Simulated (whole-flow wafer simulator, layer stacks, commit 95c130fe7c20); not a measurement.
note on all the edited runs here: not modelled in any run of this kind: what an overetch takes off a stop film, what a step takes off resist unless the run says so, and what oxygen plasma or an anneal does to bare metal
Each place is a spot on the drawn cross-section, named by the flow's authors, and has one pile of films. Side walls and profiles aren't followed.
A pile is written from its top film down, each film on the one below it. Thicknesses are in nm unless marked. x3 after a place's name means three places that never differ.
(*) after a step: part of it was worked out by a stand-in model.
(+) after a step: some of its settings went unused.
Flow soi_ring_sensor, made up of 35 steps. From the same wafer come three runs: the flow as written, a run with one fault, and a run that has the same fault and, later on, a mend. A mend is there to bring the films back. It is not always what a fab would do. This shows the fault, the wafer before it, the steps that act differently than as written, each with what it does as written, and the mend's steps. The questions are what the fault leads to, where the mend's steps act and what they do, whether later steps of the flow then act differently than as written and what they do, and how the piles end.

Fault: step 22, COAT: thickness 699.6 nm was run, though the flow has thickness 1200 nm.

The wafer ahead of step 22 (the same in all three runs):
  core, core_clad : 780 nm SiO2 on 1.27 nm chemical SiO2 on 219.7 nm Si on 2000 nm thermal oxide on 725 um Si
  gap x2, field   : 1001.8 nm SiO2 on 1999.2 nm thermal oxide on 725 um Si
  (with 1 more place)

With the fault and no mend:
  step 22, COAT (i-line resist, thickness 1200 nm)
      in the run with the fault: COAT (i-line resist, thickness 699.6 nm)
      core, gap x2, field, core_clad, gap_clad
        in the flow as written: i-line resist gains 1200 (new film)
        in the run with the fault: i-line resist gains 699.6 (new film)
  Later steps of the flow acting differently than as written:
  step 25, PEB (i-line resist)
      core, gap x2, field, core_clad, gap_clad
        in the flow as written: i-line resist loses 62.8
        in the run with the fault: i-line resist loses 35.8
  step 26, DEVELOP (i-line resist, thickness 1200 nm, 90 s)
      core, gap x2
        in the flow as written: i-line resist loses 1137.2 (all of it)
        in the run with the fault: i-line resist loses 663.8 (all of it)
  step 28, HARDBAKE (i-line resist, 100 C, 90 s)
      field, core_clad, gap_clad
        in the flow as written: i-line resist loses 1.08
        in the run with the fault: i-line resist loses 0.29
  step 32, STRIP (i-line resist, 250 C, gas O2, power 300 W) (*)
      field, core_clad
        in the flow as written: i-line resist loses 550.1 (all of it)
        in the run with the fault: i-line resist loses 77.5 (all of it)
  When the end is reached, the piles differ only a little from the flow's at the places that both follow, at most by 2% or 0.5 nm, whichever is larger.

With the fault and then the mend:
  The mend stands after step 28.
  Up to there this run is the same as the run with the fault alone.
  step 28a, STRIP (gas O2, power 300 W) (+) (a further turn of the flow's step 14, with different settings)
      field, core_clad, gap_clad
        i-line resist loses 663.5 (all of it)
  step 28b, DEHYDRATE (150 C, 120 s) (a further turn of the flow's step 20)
      alters no film at any place that is followed
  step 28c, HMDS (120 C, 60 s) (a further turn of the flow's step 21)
      alters no film at any place that is followed
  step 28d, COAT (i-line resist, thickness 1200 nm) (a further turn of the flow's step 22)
      core, gap x2, field, core_clad, gap_clad
        i-line resist gains 1200 (new film)
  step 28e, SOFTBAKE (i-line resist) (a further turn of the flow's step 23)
      alters no film at any place that is followed
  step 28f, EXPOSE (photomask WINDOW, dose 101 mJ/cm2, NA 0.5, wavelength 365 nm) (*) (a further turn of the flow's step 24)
      alters no film at any place that is followed
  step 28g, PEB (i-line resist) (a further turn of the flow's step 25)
      core, gap x2, field, core_clad, gap_clad
        i-line resist loses 62.8
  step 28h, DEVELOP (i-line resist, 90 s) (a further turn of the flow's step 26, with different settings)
      core, gap x2
        i-line resist loses 1137.2 (all of it)
      field, core_clad, gap_clad
        i-line resist loses 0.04
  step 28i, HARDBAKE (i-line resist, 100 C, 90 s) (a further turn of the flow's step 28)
      field, core_clad, gap_clad
        i-line resist loses 1.08
  None of the later steps of the flow acts differently than as written at any place that is followed.
  At every place that both follow, the piles at the end match the flow's.
